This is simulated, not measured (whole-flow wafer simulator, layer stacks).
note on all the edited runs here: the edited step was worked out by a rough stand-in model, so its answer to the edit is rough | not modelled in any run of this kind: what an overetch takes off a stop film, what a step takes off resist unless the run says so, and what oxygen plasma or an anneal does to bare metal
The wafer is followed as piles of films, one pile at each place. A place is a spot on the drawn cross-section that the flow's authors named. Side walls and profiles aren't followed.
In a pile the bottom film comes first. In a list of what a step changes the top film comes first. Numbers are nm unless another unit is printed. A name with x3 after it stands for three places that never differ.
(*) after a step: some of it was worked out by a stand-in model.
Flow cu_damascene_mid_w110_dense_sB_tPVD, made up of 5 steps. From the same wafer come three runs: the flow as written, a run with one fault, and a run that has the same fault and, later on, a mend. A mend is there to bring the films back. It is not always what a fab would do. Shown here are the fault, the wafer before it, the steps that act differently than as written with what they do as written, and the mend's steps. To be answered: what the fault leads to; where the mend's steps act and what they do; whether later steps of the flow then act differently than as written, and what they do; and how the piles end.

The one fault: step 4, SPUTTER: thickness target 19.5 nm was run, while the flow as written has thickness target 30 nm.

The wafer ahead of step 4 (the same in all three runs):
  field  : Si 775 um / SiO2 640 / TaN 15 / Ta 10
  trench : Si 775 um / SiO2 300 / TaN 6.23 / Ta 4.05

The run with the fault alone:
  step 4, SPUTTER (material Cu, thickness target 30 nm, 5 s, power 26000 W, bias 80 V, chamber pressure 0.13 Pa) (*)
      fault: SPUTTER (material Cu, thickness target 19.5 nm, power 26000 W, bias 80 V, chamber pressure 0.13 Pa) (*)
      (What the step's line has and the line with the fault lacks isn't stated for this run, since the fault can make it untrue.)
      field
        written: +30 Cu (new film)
        fault: +19.5 Cu (new film)
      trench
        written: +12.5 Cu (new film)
        fault: +8.11 Cu (new film)
  Every later step of the flow that is run acts as written, at every place that is followed, to within 2% or 0.5 nm, whichever is larger.
  By the end, the piles at field, trench depart from the flow's by more than 2% or 0.5 nm, whichever is larger.
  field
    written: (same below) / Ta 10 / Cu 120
    fault: (same below) / Ta 10 / Cu 109.5
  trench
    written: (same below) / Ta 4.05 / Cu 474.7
    fault: (same below) / Ta 4.05 / Cu 464.2

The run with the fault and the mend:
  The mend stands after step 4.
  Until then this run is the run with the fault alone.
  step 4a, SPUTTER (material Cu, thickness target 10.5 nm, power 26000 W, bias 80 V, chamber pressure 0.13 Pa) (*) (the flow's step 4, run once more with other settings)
      field
        +10.5 Cu
      trench
        +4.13 Cu
  Every later step of the flow that is run acts as written, at every place that is followed, to within 2% or 0.5 nm, whichever is larger.
  The piles end the same as the flow's at every place that both follow.
